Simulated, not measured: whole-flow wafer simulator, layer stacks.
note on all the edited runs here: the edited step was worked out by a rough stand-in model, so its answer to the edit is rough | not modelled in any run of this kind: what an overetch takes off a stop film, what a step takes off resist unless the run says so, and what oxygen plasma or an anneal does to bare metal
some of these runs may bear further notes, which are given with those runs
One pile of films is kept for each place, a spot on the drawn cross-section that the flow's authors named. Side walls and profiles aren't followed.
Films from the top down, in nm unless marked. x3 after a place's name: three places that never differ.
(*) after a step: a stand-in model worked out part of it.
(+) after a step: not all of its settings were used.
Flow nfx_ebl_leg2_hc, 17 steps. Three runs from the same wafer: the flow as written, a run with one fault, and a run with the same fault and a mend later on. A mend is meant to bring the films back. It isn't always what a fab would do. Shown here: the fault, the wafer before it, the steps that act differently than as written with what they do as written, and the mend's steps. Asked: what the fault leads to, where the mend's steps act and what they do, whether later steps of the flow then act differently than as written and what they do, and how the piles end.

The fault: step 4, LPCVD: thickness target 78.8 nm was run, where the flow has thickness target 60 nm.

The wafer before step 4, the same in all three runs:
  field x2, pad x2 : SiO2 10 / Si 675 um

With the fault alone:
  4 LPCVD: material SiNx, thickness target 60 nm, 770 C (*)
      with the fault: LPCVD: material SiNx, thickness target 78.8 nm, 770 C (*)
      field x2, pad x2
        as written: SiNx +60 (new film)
        with the fault: SiNx +78.8 (new film)
  Later steps of the flow that act differently than as written:
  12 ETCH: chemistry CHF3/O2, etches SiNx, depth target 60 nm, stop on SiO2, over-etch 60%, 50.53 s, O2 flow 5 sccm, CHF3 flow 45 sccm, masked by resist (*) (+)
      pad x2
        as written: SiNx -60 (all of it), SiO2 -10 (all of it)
        with the fault: SiNx -78.8 (all of it), SiO2 -8.6
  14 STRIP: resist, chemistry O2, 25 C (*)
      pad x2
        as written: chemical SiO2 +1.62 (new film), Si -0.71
        with the fault: nothing
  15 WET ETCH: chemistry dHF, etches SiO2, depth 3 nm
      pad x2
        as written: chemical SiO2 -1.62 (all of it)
        with the fault: SiO2 -1.4 (all of it)
  At the end the piles differ from the flow's by more than 2% or 0.5 nm, whichever is larger, at field x2.
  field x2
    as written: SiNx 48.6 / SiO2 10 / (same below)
    with the fault: SiNx 67.4 / SiO2 10 / (same below)

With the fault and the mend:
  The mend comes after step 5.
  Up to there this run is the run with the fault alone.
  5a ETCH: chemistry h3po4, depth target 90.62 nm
      field x2, pad x2
        SiNx -78.8 (all of it)
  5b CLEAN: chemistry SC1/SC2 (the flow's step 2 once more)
      changes no film at any place that is followed
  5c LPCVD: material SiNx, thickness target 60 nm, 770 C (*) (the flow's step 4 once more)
      field x2, pad x2
        SiNx +60 (new film)
  No later step of the flow acts differently than as written at any place that is followed.
  At the end the piles are the same as the flow's at every place that both follow.
